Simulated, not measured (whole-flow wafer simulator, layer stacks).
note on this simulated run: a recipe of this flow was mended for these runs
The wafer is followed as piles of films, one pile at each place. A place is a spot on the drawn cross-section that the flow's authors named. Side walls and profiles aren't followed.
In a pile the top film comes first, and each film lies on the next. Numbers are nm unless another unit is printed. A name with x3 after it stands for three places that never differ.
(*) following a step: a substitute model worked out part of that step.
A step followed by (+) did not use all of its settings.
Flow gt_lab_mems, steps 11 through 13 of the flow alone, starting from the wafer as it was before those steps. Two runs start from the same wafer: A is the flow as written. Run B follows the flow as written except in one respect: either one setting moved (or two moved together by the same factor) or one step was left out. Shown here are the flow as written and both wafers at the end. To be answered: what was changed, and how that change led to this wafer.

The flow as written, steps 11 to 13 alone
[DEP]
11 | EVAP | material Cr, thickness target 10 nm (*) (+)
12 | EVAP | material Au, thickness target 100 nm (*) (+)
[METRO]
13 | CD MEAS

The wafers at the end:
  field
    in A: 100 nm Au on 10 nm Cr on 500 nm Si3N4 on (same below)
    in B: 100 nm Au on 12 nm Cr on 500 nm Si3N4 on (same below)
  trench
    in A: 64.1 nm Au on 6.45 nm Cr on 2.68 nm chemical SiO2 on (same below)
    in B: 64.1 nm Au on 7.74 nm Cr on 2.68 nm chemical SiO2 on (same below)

Cause: step 11, EVAP: thickness target 12 nm was run, whereas the flow has thickness target 10 nm.
One can read it off the wafer: field has Cr 12, and step 11 as written asks for 10 nm.

How this came from the change, step by step:
  11 | EVAP | material Cr, thickness target 10 nm (*) (+)
      field: A Cr gains 10 (new film) | B Cr gains 12 (new film)
      trench: A Cr gains 6.45 (new film) | B Cr gains 7.74 (new film)
